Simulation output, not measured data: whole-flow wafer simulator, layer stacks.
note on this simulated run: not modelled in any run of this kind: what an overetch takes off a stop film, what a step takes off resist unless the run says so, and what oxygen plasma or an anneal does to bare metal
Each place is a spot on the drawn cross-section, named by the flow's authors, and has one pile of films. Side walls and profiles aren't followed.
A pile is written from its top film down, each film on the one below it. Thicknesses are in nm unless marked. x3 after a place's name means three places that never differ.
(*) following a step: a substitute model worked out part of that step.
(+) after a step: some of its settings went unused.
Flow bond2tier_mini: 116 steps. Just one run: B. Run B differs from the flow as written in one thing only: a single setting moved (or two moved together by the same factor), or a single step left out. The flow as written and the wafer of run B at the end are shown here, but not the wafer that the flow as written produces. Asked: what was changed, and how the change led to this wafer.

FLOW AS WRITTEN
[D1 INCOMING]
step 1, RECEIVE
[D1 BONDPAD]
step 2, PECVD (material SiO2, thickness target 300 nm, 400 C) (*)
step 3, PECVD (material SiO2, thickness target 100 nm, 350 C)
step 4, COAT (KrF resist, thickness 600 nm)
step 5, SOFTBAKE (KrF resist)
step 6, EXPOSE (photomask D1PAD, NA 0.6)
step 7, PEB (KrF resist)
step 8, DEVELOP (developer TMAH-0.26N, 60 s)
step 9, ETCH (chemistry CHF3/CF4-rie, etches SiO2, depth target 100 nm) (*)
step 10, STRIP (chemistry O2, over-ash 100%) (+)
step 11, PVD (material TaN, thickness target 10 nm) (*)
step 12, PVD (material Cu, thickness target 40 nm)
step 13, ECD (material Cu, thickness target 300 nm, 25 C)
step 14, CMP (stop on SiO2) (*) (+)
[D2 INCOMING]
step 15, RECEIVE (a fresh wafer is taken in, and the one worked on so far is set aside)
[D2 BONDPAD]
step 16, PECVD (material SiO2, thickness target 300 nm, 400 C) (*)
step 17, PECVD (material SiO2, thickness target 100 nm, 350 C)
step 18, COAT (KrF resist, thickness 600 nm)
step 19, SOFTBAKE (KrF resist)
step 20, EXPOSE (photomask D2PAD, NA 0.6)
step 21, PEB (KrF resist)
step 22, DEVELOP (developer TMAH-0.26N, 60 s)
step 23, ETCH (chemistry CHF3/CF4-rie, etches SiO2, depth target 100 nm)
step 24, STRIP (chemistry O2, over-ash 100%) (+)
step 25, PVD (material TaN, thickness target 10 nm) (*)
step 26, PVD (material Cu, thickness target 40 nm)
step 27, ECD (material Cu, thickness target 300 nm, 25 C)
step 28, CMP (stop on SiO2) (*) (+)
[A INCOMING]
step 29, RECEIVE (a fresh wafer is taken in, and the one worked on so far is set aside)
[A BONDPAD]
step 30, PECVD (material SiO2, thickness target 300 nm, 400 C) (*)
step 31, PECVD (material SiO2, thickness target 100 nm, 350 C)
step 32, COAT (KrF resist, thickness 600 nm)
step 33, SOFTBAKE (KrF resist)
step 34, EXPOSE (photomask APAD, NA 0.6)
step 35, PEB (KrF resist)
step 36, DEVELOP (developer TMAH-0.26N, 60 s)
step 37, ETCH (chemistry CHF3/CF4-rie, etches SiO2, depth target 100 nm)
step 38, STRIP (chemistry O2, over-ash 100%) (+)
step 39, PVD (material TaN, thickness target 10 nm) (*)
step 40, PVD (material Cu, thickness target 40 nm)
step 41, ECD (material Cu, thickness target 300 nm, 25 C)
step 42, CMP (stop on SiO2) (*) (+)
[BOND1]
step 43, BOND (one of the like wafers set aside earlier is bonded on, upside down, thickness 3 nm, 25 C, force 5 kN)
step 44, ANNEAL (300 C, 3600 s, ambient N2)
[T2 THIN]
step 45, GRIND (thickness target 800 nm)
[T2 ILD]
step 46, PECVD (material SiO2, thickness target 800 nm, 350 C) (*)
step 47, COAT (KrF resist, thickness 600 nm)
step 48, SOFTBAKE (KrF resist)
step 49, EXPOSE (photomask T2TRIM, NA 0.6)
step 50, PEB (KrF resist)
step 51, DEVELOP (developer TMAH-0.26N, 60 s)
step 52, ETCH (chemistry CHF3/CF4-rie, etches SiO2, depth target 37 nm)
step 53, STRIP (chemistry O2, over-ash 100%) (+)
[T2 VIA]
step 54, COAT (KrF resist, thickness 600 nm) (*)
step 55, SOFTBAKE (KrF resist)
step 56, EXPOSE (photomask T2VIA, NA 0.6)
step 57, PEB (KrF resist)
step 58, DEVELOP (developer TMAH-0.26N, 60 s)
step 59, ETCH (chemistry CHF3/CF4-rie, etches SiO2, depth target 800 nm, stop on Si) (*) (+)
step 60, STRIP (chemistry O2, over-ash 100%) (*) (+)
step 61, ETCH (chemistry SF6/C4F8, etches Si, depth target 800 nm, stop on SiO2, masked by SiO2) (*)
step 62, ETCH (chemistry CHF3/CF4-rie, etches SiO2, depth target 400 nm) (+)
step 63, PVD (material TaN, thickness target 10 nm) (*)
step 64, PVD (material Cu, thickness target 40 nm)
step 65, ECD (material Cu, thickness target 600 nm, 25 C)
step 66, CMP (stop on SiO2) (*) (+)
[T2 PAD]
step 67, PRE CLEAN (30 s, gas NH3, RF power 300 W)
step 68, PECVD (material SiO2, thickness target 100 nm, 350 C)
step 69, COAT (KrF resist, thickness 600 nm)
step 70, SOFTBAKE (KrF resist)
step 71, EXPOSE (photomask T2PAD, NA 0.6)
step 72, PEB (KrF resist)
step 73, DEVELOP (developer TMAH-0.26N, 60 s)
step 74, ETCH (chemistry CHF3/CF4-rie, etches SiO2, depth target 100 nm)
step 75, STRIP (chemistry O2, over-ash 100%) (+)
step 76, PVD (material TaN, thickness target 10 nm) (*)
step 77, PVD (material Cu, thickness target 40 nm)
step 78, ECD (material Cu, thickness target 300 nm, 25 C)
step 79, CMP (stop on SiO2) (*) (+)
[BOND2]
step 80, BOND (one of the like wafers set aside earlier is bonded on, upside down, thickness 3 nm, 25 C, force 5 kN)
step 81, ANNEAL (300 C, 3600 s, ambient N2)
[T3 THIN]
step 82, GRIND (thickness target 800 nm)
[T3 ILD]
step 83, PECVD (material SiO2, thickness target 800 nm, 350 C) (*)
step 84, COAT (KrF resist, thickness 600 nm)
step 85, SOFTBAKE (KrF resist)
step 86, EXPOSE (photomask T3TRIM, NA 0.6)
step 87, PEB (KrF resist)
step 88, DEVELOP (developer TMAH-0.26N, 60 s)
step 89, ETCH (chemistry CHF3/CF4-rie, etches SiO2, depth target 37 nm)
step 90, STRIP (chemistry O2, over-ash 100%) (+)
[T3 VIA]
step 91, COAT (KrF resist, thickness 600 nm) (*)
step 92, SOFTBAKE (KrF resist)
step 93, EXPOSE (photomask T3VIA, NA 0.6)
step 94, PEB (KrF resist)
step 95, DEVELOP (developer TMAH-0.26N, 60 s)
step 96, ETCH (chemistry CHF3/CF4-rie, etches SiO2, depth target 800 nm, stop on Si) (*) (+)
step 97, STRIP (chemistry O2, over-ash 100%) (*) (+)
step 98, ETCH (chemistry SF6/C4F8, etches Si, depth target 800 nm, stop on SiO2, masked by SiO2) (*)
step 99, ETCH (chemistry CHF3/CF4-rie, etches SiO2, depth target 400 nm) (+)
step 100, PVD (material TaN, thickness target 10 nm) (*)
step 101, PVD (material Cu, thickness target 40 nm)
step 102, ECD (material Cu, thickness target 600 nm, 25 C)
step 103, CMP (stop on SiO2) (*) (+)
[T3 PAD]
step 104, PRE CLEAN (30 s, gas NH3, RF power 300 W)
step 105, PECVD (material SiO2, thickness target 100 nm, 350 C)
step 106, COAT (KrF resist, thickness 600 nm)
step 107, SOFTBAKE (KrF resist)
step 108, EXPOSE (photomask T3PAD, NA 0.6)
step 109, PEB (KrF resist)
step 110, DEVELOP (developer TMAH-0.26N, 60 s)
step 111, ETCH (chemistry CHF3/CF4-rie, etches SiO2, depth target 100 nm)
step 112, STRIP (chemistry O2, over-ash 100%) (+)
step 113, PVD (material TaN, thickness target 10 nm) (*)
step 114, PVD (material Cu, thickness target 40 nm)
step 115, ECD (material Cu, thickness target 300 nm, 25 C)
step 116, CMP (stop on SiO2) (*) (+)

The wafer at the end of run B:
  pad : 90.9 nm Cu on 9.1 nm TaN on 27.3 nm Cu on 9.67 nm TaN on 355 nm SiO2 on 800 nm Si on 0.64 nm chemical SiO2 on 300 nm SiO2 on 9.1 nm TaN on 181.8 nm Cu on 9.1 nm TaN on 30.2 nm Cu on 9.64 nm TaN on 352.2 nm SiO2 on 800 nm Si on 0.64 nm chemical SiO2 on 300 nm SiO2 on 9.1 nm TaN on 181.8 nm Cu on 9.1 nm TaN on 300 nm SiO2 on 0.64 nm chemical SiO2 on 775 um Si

The reason: step 52, ETCH: depth target 39.8 nm was run, though the flow has depth target 37 nm.

How this came from the change, step by step:
  step 52, ETCH (chemistry CHF3/CF4-rie, etches SiO2, depth target 37 nm)
      pad, via: -39.8 SiO2 (as written it would have been: -37 SiO2)
      field: -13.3 KrF resist (as written it would have been: -12.3 KrF resist)
